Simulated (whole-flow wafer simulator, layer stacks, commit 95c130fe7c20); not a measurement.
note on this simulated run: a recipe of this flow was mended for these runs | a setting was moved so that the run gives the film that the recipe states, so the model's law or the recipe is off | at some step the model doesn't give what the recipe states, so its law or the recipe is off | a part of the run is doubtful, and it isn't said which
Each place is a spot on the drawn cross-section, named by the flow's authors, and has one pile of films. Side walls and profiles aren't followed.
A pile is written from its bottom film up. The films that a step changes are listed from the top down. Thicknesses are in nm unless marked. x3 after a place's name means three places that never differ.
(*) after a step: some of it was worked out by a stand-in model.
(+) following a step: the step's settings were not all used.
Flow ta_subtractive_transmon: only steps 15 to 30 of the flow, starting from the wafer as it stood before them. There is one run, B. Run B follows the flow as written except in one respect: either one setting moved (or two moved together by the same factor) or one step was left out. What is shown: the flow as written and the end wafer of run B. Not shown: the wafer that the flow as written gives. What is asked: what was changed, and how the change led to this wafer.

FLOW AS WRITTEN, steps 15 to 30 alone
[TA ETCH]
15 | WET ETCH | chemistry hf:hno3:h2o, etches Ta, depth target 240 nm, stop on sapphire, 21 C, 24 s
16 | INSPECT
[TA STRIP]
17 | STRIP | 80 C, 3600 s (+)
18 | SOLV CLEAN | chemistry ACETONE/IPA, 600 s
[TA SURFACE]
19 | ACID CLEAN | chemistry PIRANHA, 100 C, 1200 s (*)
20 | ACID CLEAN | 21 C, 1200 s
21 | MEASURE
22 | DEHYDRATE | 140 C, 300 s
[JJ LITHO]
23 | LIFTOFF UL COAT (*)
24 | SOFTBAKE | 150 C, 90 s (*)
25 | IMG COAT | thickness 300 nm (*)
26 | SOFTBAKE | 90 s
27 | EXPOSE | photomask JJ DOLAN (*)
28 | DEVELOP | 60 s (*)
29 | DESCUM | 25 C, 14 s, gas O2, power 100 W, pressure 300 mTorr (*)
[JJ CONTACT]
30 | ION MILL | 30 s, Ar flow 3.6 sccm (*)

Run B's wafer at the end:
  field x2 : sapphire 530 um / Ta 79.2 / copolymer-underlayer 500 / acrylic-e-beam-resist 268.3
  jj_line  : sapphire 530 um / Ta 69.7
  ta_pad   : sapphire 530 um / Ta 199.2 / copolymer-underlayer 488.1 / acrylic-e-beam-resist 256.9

The reason: step 15, WET ETCH: 12 s was run, whereas the flow has 24 s.

The path from the change to this, step by step:
  15 | WET ETCH | chemistry hf:hno3:h2o, etches Ta, depth target 240 nm, stop on sapphire, 21 C, 24 s
      field x2, jj_line, lead: Ta loses 120 (as written it would have been: Ta loses 199.7 (all of it))
  23 | LIFTOFF UL COAT (*)
      lead: copolymer-underlayer gains 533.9 (new film) (as written it would have been: copolymer-underlayer gains 554.7 (new film))
      ta_contact: copolymer-underlayer gains 465 (new film) (as written it would have been: copolymer-underlayer gains 443.9 (new film))
  25 | IMG COAT | thickness 300 nm (*)
      ta_pad: acrylic-e-beam-resist gains 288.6 (new film) (as written it would have been: acrylic-e-beam-resist gains 281.4 (new film))
  28 | DEVELOP | 60 s (*)
      lead: acrylic-e-beam-resist loses 307.5 (all of it), copolymer-underlayer loses 533.9 (all of it) (as written it would have been: acrylic-e-beam-resist loses 312.5 (all of it), copolymer-underlayer loses 554.7 (all of it))
      ta_contact: acrylic-e-beam-resist loses 292.6 (all of it), copolymer-underlayer loses 465 (all of it) (as written it would have been: acrylic-e-beam-resist loses 287.5 (all of it), copolymer-underlayer loses 443.9 (all of it))
  30 | ION MILL | 30 s, Ar flow 3.6 sccm (*)
      jj_line, lead: Ta loses 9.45 (as written it would have been: sapphire loses 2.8)
With metal films that touch counted as one body, field x2 has 1 body; the flow as written gives 0 bodies.
With metal films that touch counted as one body, jj_line has 1 body; the flow as written gives 0 bodies.
